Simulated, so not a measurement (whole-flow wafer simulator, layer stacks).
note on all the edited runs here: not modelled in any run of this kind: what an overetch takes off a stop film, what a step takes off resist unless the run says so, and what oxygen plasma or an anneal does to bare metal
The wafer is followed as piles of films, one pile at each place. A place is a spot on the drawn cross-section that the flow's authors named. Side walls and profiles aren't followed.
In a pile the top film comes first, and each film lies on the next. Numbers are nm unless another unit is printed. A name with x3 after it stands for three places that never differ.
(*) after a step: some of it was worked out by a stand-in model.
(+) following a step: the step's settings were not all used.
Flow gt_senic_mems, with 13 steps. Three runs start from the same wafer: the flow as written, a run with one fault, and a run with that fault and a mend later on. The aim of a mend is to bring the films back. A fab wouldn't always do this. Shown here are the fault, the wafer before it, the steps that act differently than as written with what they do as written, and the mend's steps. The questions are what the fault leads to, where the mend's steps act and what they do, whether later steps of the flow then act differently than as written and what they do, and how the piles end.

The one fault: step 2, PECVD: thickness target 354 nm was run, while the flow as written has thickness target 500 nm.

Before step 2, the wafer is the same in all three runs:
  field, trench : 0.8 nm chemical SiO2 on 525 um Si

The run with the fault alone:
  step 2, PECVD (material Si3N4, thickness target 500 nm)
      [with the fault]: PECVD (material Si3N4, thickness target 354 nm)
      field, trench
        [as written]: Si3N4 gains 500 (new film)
        [with the fault]: Si3N4 gains 354 (new film)
  Steps later in the flow that act otherwise than as written (not shown: 2 more steps that differ only slightly, by at most 2% or 0.5 nm, whichever is larger):
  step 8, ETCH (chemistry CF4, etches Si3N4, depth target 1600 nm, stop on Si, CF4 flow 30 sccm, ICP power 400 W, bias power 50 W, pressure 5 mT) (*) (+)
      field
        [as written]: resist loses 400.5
        [with the fault]: resist loses 303.2
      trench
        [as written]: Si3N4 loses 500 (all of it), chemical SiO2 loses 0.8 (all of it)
        [with the fault]: Si3N4 loses 354 (all of it), chemical SiO2 loses 0.8 (all of it)
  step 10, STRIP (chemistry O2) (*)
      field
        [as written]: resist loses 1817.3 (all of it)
        [with the fault]: resist loses 1914.6 (all of it)
  At field, the piles at the end differ from the flow's by more than 2% or 0.5 nm, whichever is larger.
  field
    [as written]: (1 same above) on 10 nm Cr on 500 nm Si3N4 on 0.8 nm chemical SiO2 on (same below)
    [with the fault]: (1 same above) on 10 nm Cr on 354 nm Si3N4 on 0.8 nm chemical SiO2 on (same below)

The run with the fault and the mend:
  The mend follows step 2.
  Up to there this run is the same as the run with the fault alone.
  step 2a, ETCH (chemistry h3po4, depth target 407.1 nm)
      field, trench
        Si3N4 loses 354 (all of it)
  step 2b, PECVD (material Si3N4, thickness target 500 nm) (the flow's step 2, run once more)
      field, trench
        Si3N4 gains 500 (new film)
  Later steps of the flow that are run all act as written at every place that is followed.
  At every place that both follow, the piles at the end match the flow's.
